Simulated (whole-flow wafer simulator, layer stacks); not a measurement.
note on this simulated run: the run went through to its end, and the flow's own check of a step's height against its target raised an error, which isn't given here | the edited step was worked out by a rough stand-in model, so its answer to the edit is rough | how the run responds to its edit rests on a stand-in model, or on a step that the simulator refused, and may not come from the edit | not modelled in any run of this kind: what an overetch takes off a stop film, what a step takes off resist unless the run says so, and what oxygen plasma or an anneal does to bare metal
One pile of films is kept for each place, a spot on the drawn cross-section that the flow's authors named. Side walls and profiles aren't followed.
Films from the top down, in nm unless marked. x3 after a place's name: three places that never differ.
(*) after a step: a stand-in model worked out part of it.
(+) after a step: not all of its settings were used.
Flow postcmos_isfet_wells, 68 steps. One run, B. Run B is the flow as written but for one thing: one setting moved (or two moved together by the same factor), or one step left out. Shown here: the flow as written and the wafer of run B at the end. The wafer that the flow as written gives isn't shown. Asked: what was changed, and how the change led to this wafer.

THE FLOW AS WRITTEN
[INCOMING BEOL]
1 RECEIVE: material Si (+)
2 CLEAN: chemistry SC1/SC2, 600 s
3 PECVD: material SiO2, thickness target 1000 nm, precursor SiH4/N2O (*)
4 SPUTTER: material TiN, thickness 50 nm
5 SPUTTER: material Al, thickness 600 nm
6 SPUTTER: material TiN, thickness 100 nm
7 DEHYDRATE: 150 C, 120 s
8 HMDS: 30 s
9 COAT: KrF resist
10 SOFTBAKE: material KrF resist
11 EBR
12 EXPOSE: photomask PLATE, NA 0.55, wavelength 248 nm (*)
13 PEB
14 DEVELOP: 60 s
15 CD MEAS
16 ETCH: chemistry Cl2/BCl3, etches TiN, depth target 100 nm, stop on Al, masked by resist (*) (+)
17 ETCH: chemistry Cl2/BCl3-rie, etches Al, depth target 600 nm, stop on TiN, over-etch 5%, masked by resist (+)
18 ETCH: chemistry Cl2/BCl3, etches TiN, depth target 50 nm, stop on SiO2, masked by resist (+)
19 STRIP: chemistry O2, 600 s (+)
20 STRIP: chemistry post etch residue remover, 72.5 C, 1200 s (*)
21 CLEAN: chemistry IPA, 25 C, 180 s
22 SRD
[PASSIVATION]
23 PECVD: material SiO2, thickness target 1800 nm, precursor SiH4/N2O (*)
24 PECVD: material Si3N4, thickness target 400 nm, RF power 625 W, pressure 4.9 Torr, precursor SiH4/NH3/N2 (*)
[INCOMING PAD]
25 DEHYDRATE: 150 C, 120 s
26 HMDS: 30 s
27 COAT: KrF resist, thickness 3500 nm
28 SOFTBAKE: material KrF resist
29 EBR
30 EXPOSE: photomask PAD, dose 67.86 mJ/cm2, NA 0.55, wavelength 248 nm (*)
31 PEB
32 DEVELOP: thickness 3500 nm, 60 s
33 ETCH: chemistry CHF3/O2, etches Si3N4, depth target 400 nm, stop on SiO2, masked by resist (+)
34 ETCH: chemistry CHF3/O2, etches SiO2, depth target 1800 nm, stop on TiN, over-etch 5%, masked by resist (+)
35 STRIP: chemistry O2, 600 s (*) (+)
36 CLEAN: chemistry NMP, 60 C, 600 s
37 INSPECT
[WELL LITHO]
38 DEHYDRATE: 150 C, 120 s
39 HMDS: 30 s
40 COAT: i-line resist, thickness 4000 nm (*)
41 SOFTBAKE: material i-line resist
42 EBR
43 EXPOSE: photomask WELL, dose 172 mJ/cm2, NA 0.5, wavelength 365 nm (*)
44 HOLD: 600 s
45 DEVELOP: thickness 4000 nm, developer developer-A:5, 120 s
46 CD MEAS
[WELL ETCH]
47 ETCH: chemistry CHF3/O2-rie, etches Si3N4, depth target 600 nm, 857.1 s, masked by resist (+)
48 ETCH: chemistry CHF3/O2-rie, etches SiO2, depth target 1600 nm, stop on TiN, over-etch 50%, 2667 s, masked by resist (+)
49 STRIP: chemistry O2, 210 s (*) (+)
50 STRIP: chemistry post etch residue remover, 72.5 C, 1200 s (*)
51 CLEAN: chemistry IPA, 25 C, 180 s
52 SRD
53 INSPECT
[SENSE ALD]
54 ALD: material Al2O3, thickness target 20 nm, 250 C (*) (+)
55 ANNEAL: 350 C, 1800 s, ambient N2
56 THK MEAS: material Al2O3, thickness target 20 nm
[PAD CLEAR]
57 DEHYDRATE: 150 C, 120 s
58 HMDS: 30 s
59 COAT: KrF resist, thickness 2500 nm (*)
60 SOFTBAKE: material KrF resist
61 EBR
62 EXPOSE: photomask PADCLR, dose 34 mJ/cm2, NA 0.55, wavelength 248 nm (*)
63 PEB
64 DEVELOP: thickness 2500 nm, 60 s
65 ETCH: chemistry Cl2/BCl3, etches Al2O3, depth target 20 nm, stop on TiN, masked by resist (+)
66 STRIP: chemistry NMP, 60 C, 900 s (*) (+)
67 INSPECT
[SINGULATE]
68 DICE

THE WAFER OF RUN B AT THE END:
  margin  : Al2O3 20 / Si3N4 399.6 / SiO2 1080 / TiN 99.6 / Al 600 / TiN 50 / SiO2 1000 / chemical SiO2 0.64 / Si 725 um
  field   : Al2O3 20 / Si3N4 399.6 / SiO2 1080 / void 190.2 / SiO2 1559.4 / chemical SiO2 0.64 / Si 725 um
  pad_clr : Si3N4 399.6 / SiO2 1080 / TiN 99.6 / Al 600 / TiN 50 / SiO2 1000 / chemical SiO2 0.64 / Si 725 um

The cause: step 23, PECVD: thickness target 1080 nm was run, where the flow has thickness target 1800 nm.
It can be read off the wafer: margin has SiO2 1080, and step 23 as written asks for 1800 nm.

How the change led to this, step by step:
  23 PECVD: material SiO2, thickness target 1800 nm, precursor SiH4/N2O (*)
      margin, well900, well1300 x3, pad_rim, pad_clr, pad_open: SiO2 +1080 (new film) (as written it would be: SiO2 +1800 (new film))
      field: SiO2 +1080 (new film), void +190.2 (new film), SiO2 +559.4 (as written it would be: SiO2 +1800 (new film), void +189.9 (new film), SiO2 +559.7)
  34 ETCH: chemistry CHF3/O2, etches SiO2, depth target 1800 nm, stop on TiN, over-etch 5%, masked by resist (+)
      field, margin, well900, well1300 x3, pad_rim, pad_clr: KrF resist -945 (as written it would be: KrF resist -1500)
      pad_open: SiO2 -1080 (all of it) (as written it would be: SiO2 -1800 (all of it))
  35 STRIP: chemistry O2, 600 s (*) (+)
      field, margin, well900, well1300 x3, pad_rim, pad_clr: KrF resist -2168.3 (all of it) (as written it would be: KrF resist -1613.3 (all of it))
  40 COAT: i-line resist, thickness 4000 nm (*)
      pad_clr: i-line resist +3486.2 (new film) (as written it would be: i-line resist +3256.8 (new film))
      pad_open: i-line resist +4545 (new film) (as written it would be: i-line resist +4804.7 (new film))
  41 SOFTBAKE: material i-line resist
      pad_clr: i-line resist -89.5 (as written it would be: i-line resist -156.7)
      pad_open: i-line resist +81.4 (as written it would be: i-line resist +115.3)
  48 ETCH: chemistry CHF3/O2-rie, etches SiO2, depth target 1600 nm, stop on TiN, over-etch 50%, 2667 s, masked by resist (+)
      well900, well1300 x3: SiO2 -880 (all of it) (as written it would be: SiO2 -1600 (all of it))
  49 STRIP: chemistry O2, 210 s (*) (+)
      pad_clr: i-line resist -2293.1 (all of it) (as written it would be: i-line resist -1996.5 (all of it))
      pad_open: i-line resist -3522.7 (all of it) (as written it would be: i-line resist -3816.3 (all of it))
  59 COAT: KrF resist, thickness 2500 nm (*)
      field: KrF resist +1792.9 (new film) (as written it would be: KrF resist +1449 (new film))
      margin: KrF resist +1792.9 (new film) (as written it would be: KrF resist +1448.9 (new film))
      (and at 3 more places)
  60 SOFTBAKE: material KrF resist
      pad_clr: KrF resist -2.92 (as written it would be: KrF resist -3.77)
  63 PEB
      field, margin: KrF resist -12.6 (as written it would be: KrF resist -10.1)
      pad_rim: KrF resist -15.1 (as written it would be: KrF resist -13.9)
      (and at 2 more places)
  64 DEVELOP: thickness 2500 nm, 60 s
      pad_clr: KrF resist -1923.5 (all of it) (as written it would be: KrF resist -1676 (all of it))
      pad_open: KrF resist -2861.9 (all of it) (as written it would be: KrF resist -3045.1 (all of it))
  66 STRIP: chemistry NMP, 60 C, 900 s (*) (+)
      field, margin: KrF resist -1741.6 (all of it) (as written it would be: KrF resist -1400.1 (all of it))
      pad_rim: KrF resist -2089.5 (all of it) (as written it would be: KrF resist -1923.7 (all of it))
